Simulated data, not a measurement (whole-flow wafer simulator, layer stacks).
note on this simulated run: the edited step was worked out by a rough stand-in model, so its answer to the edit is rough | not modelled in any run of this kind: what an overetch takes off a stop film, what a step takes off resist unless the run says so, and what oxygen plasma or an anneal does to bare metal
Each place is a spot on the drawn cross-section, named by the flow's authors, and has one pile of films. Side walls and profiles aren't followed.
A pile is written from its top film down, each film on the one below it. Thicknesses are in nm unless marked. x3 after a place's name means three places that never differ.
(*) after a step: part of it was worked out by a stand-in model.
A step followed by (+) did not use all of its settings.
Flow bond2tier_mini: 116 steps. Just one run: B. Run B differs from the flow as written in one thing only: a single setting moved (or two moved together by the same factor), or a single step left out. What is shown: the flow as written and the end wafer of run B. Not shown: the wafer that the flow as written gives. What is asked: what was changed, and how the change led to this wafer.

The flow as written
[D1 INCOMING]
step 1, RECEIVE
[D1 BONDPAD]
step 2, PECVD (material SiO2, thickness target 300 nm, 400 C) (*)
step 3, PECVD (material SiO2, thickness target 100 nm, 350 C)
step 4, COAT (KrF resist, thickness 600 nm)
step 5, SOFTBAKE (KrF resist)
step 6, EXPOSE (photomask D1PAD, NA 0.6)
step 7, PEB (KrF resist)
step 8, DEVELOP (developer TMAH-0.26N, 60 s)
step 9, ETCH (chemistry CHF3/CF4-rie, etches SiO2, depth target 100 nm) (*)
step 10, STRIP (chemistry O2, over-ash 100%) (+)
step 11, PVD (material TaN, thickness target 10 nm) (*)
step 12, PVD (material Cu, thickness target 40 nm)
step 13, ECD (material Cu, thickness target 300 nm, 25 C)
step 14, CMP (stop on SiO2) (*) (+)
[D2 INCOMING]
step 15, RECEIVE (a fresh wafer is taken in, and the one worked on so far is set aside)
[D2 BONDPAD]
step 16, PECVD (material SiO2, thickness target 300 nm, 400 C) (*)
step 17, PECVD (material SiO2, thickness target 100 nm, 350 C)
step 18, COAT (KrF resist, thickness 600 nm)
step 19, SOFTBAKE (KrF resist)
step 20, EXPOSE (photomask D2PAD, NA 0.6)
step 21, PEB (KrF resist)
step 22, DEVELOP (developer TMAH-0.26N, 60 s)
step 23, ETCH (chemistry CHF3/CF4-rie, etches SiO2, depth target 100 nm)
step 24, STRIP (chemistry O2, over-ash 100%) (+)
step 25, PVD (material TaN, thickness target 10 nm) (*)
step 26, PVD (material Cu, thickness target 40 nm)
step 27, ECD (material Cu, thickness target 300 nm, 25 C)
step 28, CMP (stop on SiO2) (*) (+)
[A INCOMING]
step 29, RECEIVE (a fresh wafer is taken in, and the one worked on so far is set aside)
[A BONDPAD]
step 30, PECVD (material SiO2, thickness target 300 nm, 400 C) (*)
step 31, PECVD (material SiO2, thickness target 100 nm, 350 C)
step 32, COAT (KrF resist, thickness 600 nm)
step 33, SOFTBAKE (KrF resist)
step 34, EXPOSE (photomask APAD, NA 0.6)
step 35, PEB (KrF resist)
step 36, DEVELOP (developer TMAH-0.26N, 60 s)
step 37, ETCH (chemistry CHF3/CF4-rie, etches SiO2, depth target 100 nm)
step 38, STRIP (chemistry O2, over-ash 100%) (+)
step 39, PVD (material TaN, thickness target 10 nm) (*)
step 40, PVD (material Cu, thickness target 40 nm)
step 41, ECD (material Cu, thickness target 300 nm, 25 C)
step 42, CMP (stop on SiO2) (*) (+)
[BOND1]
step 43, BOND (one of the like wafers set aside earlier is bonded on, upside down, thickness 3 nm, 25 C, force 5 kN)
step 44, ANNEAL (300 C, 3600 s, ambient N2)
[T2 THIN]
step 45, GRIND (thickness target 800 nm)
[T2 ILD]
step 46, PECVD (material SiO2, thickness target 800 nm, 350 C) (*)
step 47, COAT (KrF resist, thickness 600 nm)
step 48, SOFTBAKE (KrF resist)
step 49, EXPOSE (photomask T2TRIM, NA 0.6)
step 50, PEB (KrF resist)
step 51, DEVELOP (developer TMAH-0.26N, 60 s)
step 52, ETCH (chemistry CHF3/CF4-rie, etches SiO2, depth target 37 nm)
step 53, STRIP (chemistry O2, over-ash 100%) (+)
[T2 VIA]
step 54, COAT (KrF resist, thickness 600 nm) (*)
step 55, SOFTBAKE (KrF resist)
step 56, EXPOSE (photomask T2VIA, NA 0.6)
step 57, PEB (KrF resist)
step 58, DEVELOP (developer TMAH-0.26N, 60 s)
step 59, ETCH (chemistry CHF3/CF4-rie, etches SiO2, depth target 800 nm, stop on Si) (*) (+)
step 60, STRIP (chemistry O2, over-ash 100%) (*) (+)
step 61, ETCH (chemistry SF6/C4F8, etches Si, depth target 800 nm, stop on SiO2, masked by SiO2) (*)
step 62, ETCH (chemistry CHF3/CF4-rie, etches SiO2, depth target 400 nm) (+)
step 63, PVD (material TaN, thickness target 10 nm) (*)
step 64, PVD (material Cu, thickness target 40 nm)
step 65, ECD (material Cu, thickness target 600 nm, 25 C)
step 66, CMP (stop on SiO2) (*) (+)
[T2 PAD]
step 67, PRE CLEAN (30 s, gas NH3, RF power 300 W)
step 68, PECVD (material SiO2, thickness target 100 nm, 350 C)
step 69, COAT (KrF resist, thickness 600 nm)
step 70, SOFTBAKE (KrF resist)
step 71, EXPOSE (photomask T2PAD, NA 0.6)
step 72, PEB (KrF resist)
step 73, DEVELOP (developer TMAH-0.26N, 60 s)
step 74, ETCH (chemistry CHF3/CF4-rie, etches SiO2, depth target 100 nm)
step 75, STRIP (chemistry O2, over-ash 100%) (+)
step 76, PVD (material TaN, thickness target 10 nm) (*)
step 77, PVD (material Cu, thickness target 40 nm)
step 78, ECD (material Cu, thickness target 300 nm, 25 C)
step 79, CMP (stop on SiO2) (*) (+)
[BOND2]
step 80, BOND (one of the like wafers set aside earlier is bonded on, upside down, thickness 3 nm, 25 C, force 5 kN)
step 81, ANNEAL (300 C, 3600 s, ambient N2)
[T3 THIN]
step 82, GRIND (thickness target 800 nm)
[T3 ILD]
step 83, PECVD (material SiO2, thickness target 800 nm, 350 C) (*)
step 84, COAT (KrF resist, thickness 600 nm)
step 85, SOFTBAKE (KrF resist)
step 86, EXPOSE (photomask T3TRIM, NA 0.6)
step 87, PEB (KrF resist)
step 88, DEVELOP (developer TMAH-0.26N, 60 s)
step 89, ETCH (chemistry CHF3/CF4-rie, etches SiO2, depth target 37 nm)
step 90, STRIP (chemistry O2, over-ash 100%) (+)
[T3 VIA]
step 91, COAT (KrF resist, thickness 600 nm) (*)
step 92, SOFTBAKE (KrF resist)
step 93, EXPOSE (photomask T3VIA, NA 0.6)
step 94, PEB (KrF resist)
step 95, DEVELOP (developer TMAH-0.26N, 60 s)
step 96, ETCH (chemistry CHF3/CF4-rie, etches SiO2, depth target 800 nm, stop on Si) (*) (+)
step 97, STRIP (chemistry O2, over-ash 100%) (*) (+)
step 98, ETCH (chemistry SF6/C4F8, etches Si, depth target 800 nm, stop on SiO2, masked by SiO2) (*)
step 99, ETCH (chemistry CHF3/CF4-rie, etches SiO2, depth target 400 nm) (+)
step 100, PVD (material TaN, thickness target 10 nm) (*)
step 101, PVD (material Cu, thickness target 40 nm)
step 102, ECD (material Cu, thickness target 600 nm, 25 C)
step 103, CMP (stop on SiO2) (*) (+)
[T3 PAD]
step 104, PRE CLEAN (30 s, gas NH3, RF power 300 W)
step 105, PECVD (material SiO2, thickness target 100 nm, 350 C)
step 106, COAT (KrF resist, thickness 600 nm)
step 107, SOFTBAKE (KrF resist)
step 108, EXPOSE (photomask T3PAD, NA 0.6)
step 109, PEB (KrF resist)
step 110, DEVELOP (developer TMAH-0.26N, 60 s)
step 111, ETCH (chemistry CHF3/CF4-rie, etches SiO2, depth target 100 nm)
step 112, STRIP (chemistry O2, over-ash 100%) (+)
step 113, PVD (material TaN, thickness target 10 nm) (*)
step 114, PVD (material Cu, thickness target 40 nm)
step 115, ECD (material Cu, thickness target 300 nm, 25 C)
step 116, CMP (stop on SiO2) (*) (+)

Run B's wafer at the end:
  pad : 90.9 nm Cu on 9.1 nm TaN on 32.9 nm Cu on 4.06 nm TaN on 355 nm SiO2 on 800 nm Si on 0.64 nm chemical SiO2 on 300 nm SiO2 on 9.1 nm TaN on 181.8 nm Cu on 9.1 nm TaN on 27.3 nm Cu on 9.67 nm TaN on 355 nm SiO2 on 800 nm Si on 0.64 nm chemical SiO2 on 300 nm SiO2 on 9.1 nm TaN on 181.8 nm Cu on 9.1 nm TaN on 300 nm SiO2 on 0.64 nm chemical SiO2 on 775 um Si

What caused this: step 100, PVD: thickness target 4.2 nm was run, while the flow as written has thickness target 10 nm.

Step by step, how the change led to this:
  step 100, PVD (material TaN, thickness target 10 nm) (*)
      field: +4.2 TaN (new film) (it would be, as written: +10 TaN (new film))
      pad: +4.06 TaN (new film) (it would be, as written: +9.67 TaN (new film))
  step 103, CMP (stop on SiO2) (*) (+)
      field: -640 Cu (all of it), -4.2 TaN (all of it) (it would be, as written: -640 Cu (all of it), -10 TaN (all of it))
